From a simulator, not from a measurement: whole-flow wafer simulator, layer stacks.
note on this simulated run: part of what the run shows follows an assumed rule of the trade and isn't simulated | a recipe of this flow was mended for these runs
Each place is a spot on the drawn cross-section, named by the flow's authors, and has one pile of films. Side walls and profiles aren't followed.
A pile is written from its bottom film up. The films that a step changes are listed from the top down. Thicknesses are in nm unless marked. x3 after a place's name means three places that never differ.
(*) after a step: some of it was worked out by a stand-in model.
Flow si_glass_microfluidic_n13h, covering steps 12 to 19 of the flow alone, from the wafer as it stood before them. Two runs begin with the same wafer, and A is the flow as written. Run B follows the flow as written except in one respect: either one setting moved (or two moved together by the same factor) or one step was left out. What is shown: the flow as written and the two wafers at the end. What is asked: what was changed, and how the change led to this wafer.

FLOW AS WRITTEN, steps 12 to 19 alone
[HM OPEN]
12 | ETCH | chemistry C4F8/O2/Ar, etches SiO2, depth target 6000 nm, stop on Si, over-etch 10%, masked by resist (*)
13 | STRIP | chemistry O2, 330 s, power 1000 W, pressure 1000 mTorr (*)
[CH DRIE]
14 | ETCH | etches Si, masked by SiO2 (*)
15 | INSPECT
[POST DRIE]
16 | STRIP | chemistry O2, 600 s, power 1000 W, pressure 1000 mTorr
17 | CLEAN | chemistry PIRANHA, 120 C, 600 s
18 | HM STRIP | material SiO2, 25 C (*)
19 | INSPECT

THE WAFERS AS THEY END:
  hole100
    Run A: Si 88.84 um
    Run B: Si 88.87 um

What caused this: step 12, ETCH: over-etch 6.13% was run, whereas the flow has over-etch 10%.

The path from the change to this, step by step:
  12 | ETCH | chemistry C4F8/O2/Ar, etches SiO2, depth target 6000 nm, stop on Si, over-etch 10%, masked by resist (*)
      land: A -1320 thick-i-line-resist | B -1273.6 thick-i-line-resist
      hole100: A -6000 SiO2 (all of it), -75 Si | B -6000 SiO2 (all of it), -46 Si
